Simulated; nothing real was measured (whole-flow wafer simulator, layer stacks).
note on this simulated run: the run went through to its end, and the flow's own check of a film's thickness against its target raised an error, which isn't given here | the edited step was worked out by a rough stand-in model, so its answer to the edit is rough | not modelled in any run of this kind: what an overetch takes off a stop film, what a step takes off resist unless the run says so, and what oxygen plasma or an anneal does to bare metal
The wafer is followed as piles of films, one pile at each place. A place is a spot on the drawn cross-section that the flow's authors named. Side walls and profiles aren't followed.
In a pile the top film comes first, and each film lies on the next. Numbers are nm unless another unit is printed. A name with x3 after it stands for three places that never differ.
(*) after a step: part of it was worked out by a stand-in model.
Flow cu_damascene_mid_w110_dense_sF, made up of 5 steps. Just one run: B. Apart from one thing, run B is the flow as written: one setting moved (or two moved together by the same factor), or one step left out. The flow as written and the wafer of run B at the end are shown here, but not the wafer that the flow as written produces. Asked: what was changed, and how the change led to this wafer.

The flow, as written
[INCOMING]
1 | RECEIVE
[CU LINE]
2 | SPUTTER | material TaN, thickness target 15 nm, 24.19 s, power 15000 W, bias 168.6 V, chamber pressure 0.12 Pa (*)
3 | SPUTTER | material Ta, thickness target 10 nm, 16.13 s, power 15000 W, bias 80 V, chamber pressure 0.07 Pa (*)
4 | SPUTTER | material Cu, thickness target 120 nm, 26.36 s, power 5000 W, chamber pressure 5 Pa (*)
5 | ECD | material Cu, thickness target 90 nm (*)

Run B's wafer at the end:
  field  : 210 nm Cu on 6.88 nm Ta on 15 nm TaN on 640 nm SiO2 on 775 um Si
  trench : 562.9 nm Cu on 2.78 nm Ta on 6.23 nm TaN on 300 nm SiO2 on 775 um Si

What caused this: step 3, SPUTTER: 11.1 s was run, whereas the flow has 16.13 s.

The path from the change to this, step by step:
  3 | SPUTTER | material Ta, thickness target 10 nm, 16.13 s, power 15000 W, bias 80 V, chamber pressure 0.07 Pa (*)
      field: Ta gains 6.88 (new film) (in the flow as written it would be: Ta gains 10 (new film))
      trench: Ta gains 2.78 (new film) (in the flow as written it would be: Ta gains 4.05 (new film))
